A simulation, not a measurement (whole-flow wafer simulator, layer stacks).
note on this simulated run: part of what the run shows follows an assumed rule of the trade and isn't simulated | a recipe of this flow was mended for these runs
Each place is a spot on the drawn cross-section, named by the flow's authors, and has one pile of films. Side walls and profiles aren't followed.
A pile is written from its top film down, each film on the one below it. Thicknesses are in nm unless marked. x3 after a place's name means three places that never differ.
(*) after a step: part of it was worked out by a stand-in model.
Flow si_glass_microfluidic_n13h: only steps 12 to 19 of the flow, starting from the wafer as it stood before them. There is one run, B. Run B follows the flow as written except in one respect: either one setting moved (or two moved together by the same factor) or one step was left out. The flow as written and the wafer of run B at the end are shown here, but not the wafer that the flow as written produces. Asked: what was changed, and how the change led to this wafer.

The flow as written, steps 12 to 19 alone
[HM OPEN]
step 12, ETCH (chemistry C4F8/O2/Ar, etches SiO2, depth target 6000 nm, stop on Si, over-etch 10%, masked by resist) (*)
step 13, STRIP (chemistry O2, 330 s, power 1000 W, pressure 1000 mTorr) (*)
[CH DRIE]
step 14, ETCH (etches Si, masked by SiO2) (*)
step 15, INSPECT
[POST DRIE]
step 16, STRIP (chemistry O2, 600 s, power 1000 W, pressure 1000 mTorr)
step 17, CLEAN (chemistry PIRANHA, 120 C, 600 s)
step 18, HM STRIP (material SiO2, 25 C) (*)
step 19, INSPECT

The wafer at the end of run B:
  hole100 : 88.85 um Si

Cause: step 12, ETCH: over-etch 7.88% was run, while the flow as written has over-etch 10%.

The path from the change to this, step by step:
  step 12, ETCH (chemistry C4F8/O2/Ar, etches SiO2, depth target 6000 nm, stop on Si, over-etch 10%, masked by resist) (*)
      hole100: SiO2 loses 6000 (all of it), Si loses 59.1 (as written it would have been: SiO2 loses 6000 (all of it), Si loses 75)
